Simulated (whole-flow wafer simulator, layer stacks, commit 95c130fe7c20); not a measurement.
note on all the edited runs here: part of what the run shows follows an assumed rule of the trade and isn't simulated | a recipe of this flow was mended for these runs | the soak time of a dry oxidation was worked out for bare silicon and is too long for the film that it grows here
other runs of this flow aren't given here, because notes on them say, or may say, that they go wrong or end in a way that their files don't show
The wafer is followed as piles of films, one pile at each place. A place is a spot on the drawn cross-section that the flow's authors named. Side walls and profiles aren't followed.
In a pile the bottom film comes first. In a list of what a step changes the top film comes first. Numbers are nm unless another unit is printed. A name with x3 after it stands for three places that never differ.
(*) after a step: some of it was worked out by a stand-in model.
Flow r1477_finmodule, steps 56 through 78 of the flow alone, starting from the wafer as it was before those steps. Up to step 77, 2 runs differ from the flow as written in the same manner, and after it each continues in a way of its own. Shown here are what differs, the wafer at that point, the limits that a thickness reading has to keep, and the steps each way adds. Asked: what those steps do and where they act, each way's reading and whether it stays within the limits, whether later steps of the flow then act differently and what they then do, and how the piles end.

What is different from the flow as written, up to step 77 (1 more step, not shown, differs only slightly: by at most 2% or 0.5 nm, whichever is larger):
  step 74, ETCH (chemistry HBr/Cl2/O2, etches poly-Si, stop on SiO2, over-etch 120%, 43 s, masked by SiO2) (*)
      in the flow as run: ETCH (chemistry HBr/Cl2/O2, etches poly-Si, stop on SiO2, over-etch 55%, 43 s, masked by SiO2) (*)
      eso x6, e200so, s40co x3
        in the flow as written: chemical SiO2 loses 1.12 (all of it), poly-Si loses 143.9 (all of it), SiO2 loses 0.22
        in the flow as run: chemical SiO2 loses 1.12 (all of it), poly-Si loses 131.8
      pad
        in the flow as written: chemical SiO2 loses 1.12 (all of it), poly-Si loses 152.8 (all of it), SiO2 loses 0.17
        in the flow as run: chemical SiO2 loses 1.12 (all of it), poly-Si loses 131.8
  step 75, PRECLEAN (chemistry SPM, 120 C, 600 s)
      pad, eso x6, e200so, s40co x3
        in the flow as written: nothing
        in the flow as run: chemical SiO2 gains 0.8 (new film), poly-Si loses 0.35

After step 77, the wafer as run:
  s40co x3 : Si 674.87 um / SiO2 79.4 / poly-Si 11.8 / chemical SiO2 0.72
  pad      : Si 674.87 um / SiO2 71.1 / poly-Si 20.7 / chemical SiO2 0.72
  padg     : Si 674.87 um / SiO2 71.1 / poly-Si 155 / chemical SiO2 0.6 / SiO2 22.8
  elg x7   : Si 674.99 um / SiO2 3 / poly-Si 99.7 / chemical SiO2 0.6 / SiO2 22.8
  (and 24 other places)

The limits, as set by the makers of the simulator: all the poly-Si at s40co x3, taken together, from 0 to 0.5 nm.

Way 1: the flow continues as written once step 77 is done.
  After step 77, the reading is 11.8 nm, outside the limits.
  Later steps of the flow that are run all act as written at every place that is followed.
  The piles end different from the flow's at pad, eso x6, e200so, s40co x3 by more than 2% or 0.5 nm, whichever is larger.
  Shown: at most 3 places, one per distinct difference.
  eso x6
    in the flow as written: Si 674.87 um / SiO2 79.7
    going this way: Si 674.87 um / SiO2 80 / poly-Si 11.8 / chemical SiO2 0.72
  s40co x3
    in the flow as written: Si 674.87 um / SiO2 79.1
    going this way: Si 674.87 um / SiO2 79.4 / poly-Si 11.8 / chemical SiO2 0.72
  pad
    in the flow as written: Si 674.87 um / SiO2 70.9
    going this way: Si 674.87 um / SiO2 71.1 / poly-Si 20.7 / chemical SiO2 0.72

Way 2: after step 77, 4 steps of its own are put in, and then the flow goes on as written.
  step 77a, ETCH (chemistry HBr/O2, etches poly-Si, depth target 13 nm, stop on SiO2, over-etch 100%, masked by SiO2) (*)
      padg, elg x7, esg x6, e200sg, s40cg x3, elo x7
        SiO2 loses 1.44
      eso x6, e200so, s40co x3
        chemical SiO2 loses 0.72 (all of it), poly-Si loses 11.8 (all of it), SiO2 loses 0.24
      pad
        chemical SiO2 loses 0.72 (all of it), poly-Si loses 20.7 (all of it), SiO2 loses 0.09
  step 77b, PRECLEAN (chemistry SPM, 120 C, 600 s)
      leaves every film unchanged at each place that is followed
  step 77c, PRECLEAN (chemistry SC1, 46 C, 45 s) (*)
      pad, padg, elg x7, esg x6, e200sg, s40cg x3, s40co x3
        SiO2 loses 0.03
      elo x7
        SiO2 loses 0.02
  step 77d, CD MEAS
      leaves every film unchanged at each place that is followed
  After step 77d, the reading is 0 nm, within the limits.
  Later steps of the flow that are run all act as written at every place that is followed.
  The piles end different from the flow's at padg, elg x7, esg x6, e200sg, s40cg x3, elo x7 by more than 2% or 0.5 nm, whichever is larger.
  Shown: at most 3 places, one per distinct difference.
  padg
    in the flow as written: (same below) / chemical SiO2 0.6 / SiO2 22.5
    going this way: (same below) / chemical SiO2 0.6 / SiO2 21.3
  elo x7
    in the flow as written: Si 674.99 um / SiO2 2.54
    going this way: Si 674.99 um / SiO2 1.36

The limits are kept by: way 2. They are not kept by: way 1.
